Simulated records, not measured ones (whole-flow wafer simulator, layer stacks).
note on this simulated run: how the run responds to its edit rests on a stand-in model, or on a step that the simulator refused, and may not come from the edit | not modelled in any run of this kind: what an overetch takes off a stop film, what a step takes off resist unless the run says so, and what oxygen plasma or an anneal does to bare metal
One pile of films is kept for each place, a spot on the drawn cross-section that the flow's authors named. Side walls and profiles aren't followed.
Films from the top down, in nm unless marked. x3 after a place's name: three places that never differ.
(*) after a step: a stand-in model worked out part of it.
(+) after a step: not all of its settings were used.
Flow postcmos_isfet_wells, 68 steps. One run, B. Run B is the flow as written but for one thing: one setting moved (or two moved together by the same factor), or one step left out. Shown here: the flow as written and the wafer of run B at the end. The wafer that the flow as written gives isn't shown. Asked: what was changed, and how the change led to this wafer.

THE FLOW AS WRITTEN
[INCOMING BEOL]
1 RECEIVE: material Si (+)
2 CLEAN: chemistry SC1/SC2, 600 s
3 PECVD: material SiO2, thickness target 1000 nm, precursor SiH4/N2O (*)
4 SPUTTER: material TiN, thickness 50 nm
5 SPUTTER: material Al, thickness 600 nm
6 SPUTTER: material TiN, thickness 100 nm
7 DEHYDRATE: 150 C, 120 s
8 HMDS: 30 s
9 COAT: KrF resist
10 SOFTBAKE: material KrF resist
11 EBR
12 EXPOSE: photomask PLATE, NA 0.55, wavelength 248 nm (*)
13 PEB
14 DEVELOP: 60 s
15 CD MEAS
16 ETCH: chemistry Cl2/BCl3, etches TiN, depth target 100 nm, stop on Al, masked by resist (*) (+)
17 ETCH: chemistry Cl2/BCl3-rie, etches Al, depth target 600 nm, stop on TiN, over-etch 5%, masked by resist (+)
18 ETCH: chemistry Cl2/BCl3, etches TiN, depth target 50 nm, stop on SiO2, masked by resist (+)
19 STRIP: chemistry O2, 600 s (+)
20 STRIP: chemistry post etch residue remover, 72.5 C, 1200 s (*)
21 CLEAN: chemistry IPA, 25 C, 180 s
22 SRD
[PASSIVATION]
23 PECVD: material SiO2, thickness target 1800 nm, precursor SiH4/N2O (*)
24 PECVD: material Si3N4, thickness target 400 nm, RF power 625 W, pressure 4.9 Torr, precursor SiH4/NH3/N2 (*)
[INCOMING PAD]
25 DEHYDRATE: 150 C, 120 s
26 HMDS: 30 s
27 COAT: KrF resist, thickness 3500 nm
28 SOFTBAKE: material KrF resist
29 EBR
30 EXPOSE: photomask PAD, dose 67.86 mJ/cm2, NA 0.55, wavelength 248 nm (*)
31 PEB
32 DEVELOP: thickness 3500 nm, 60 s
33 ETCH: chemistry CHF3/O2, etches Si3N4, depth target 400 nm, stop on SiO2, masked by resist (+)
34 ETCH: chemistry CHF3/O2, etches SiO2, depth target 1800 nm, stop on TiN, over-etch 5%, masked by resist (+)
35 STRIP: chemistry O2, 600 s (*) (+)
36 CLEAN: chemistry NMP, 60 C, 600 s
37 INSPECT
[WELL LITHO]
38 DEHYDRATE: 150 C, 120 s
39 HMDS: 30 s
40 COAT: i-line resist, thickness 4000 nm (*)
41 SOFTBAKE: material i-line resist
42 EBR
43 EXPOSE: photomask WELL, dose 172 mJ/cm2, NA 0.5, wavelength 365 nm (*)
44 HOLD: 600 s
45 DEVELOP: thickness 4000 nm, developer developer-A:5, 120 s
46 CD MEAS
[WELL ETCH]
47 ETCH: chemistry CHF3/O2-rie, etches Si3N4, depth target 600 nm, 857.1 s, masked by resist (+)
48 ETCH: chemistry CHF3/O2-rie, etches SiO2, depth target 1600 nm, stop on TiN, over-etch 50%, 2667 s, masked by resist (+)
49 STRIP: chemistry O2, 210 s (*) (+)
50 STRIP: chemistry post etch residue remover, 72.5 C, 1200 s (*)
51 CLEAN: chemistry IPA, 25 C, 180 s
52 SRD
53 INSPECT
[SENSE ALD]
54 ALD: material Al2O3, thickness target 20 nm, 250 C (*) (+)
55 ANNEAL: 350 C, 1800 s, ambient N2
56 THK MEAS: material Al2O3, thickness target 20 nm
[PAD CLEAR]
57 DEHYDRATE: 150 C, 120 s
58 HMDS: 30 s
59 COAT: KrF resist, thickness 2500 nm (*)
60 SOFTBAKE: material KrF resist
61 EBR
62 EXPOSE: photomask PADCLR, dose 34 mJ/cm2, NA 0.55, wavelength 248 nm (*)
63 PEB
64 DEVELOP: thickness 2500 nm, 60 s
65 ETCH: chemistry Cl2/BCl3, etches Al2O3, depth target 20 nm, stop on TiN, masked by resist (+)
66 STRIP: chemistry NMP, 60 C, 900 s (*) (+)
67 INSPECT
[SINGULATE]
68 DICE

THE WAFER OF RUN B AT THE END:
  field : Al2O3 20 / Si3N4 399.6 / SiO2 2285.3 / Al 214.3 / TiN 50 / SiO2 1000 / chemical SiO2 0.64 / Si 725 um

The cause: step 17, ETCH: depth target 330 nm was run, where the flow has depth target 600 nm.

How the change led to this, step by step:
  17 ETCH: chemistry Cl2/BCl3-rie, etches Al, depth target 600 nm, stop on TiN, over-etch 5%, masked by resist (+)
      field: Al -330 (as written it would be: Al -600 (all of it))
      margin, well900, well1300 x3, pad_rim, pad_clr, pad_open: KrF resist -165 (as written it would be: KrF resist -300)
  18 ETCH: chemistry Cl2/BCl3, etches TiN, depth target 50 nm, stop on SiO2, masked by resist (+)
      field: Al -50 (as written it would be: TiN -50 (all of it))
  19 STRIP: chemistry O2, 600 s (+)
      margin, well900, well1300 x3, pad_rim, pad_clr, pad_open: KrF resist -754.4 (all of it) (as written it would be: KrF resist -619.4 (all of it))
  20 STRIP: chemistry post etch residue remover, 72.5 C, 1200 s (*)
      field: Al -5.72 (as written it would be: nothing)
  23 PECVD: material SiO2, thickness target 1800 nm, precursor SiH4/N2O (*)
      field: SiO2 +2285.3 (new film) (as written it would be: SiO2 +1800 (new film), void +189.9 (new film), SiO2 +559.7)
Counting metal films that touch as one body, field has 1 body; the flow as written gives 0 bodies.
